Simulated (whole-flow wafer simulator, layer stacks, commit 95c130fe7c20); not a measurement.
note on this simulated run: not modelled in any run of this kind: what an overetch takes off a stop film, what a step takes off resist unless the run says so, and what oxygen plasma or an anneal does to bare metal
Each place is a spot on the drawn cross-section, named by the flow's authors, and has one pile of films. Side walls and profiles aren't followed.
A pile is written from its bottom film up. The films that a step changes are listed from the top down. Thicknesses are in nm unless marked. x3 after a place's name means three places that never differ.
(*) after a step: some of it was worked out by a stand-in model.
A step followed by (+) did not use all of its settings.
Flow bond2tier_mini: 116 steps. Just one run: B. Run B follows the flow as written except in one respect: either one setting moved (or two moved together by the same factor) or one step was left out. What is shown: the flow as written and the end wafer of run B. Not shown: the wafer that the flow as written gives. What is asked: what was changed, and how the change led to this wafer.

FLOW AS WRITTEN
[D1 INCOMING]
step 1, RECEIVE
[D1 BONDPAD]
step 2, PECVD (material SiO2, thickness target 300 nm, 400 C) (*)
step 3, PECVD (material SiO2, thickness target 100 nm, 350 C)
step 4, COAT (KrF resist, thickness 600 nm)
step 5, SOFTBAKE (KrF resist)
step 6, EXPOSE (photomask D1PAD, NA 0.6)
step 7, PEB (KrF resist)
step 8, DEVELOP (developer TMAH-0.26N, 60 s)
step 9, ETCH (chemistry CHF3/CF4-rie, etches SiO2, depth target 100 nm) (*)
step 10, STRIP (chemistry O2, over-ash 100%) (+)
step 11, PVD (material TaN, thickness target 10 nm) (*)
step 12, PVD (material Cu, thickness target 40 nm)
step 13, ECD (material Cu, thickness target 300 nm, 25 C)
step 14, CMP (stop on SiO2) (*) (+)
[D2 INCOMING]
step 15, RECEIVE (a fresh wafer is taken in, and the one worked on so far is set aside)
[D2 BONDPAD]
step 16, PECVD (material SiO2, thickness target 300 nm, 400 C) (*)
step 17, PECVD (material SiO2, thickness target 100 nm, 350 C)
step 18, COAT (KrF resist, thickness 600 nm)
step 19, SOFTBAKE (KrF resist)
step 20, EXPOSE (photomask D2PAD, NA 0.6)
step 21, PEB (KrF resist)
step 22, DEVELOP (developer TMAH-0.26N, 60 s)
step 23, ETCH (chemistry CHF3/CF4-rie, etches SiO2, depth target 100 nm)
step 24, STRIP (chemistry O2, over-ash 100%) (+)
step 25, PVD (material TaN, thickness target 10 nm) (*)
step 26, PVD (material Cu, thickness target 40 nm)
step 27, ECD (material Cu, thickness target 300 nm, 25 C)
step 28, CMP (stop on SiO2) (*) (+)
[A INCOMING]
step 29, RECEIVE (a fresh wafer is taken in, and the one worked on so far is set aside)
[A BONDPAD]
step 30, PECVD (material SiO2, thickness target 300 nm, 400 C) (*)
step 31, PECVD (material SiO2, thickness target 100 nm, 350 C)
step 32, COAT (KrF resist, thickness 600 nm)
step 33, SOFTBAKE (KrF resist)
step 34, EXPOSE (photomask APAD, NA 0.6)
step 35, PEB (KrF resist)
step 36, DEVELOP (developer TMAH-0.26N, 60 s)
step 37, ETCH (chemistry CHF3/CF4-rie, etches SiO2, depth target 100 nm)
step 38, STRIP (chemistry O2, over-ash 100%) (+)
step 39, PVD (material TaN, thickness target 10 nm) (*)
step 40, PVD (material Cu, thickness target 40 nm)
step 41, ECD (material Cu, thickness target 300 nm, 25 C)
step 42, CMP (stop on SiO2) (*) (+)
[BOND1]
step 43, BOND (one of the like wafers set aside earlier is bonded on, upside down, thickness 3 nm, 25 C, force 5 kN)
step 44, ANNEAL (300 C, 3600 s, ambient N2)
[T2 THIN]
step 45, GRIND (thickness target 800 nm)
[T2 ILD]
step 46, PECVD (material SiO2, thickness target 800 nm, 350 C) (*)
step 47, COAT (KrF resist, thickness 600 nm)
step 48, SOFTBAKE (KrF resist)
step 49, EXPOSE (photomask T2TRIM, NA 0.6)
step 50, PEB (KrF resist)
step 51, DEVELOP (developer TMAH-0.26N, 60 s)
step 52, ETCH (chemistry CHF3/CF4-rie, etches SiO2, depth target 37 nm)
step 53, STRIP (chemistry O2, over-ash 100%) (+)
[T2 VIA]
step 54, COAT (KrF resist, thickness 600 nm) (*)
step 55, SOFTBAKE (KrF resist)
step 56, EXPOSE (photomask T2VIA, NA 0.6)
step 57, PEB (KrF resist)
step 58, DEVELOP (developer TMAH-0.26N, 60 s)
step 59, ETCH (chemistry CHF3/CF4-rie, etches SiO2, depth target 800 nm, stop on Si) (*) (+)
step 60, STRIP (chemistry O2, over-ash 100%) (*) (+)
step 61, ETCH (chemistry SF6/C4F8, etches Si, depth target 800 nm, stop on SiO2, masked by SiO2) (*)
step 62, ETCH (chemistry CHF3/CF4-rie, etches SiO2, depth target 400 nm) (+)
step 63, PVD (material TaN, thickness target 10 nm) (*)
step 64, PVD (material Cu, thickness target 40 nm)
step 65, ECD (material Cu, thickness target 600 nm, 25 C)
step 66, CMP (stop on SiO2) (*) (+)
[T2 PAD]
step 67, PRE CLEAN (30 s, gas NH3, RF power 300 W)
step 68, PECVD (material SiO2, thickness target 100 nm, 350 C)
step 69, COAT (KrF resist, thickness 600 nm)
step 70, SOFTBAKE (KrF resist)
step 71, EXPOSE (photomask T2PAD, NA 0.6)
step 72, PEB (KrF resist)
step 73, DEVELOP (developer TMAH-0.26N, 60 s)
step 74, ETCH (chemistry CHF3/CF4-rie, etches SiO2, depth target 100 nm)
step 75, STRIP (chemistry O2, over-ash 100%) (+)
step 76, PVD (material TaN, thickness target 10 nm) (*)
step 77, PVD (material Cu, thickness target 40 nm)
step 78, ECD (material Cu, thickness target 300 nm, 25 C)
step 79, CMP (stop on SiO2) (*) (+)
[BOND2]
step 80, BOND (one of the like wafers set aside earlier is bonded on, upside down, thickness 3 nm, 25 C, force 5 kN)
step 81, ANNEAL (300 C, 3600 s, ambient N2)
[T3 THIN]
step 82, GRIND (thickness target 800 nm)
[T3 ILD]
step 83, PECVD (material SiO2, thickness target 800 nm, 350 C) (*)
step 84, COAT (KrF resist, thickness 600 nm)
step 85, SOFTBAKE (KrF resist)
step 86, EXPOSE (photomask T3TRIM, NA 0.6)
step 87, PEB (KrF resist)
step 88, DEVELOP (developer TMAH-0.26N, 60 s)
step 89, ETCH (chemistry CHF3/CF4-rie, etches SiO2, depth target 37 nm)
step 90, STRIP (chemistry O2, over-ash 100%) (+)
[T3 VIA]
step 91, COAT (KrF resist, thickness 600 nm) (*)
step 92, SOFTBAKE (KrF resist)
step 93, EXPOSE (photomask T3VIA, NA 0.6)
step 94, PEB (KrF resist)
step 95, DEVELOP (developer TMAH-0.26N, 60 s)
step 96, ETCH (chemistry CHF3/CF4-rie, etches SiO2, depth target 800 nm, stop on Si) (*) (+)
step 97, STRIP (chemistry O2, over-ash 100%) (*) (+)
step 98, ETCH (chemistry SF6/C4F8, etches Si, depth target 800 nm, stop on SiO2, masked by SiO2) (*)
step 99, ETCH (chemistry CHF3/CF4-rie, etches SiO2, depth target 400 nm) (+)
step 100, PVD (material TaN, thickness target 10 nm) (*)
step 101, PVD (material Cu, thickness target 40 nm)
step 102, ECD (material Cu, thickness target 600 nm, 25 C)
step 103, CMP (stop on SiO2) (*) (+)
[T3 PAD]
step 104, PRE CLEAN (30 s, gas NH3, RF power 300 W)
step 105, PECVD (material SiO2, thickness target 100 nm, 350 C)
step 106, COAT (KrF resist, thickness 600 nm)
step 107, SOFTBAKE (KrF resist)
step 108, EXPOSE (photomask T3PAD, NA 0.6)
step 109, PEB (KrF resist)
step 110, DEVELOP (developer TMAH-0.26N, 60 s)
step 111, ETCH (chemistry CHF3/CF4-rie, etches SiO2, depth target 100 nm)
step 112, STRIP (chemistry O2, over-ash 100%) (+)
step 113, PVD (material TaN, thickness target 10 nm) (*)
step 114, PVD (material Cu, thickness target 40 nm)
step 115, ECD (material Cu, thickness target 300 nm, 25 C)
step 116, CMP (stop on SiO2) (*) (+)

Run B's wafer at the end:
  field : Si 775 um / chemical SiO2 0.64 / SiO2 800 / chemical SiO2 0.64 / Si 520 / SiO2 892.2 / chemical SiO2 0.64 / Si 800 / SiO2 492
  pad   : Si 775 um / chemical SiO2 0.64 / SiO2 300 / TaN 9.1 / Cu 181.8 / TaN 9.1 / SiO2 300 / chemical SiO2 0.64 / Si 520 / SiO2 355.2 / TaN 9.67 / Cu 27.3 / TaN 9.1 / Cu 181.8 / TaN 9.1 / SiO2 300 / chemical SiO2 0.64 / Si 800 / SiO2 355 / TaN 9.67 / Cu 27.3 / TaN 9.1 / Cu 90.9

The reason: step 45, GRIND: thickness target 520 nm was run, though the flow has thickness target 800 nm.
One can read it off the wafer: field has Si 520, and step 45 as written asks for 800 nm.

The path from the change to this, step by step:
  step 45, GRIND (thickness target 800 nm)
      field, pad, via: -774.48 um Si (it would be, as written: -774.2 um Si)
